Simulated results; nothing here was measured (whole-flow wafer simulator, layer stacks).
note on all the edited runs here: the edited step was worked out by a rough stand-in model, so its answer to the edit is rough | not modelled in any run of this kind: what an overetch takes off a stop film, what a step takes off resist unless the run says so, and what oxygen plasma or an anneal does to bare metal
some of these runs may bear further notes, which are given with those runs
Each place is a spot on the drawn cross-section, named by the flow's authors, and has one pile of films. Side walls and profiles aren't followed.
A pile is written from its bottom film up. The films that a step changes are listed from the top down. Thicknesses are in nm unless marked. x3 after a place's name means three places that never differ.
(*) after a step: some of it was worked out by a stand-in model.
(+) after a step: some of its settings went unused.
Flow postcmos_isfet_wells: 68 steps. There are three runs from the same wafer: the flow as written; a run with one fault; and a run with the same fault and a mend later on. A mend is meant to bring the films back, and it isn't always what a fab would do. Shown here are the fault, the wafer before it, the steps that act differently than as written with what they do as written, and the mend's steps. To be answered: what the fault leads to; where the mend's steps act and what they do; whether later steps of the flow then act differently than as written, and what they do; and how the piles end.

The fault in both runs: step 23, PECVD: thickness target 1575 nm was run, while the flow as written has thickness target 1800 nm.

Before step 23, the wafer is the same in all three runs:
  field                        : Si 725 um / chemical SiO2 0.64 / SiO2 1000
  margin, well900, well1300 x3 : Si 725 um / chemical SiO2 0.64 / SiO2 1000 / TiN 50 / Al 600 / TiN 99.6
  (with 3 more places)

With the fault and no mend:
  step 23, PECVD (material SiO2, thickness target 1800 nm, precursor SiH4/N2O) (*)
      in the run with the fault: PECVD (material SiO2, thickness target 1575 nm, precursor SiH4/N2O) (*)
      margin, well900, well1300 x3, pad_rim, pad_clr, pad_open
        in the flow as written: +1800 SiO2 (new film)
        in the run with the fault: +1575 SiO2 (new film)
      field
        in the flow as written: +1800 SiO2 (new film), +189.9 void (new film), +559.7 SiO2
        in the run with the fault: +1575 SiO2 (new film), +190 void (new film), +559.6 SiO2
  Steps later in the flow that act otherwise than as written (1 other step is not shown; it differs only slightly, by no more than 2% or 0.5 nm, whichever is larger):
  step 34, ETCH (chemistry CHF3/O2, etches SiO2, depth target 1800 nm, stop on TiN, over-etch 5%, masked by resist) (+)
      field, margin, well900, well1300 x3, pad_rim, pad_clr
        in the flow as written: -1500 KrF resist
        in the run with the fault: -1378.1 KrF resist
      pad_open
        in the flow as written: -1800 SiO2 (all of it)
        in the run with the fault: -1575 SiO2 (all of it)
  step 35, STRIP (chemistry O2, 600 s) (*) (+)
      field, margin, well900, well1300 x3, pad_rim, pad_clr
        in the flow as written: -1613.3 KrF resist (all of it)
        in the run with the fault: -1735.2 KrF resist (all of it)
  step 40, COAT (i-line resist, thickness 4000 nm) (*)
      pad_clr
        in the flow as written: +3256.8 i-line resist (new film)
        in the run with the fault: +3327.2 i-line resist (new film)
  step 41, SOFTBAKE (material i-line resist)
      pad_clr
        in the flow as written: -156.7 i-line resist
        in the run with the fault: -134.4 i-line resist
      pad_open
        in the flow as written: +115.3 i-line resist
        in the run with the fault: +105.3 i-line resist
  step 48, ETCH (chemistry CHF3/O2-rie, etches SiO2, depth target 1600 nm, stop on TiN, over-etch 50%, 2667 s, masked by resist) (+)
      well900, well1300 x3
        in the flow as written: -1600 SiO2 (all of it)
        in the run with the fault: -1375 SiO2 (all of it)
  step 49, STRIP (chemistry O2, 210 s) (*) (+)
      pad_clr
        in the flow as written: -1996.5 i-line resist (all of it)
        in the run with the fault: -2089.2 i-line resist (all of it)
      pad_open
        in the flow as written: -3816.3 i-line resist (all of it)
        in the run with the fault: -3725.5 i-line resist (all of it)
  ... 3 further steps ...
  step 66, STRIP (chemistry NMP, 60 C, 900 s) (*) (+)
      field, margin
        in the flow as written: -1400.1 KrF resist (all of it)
        in the run with the fault: -1506.8 KrF resist (all of it)
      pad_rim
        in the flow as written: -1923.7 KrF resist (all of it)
        in the run with the fault: -1974.3 KrF resist (all of it)
  By the end, the piles at field, margin, pad_rim, pad_clr depart from the flow's by more than 2% or 0.5 nm, whichever is larger.
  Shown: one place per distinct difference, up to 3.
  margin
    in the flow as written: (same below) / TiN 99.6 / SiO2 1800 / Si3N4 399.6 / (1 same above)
    in the run with the fault: (same below) / TiN 99.6 / SiO2 1575 / Si3N4 399.6 / (1 same above)
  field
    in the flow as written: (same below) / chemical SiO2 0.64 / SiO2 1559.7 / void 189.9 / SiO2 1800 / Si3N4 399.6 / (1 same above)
    in the run with the fault: (same below) / chemical SiO2 0.64 / SiO2 1559.6 / void 190 / SiO2 1575 / Si3N4 399.6 / (1 same above)
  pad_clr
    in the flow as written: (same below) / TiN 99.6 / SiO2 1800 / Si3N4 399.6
    in the run with the fault: (same below) / TiN 99.6 / SiO2 1575 / Si3N4 399.6

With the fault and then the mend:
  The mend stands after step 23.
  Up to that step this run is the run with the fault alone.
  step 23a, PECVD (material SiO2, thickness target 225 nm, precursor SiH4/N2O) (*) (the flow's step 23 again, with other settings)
      field, margin, well900, well1300 x3, pad_rim, pad_clr, pad_open
        +225 SiO2
  Every later step of the flow that is run acts as written at every place that is followed.
  At the end the piles are close to the flow's at the places that both follow, differing by at most 2% or 0.5 nm, whichever is larger.
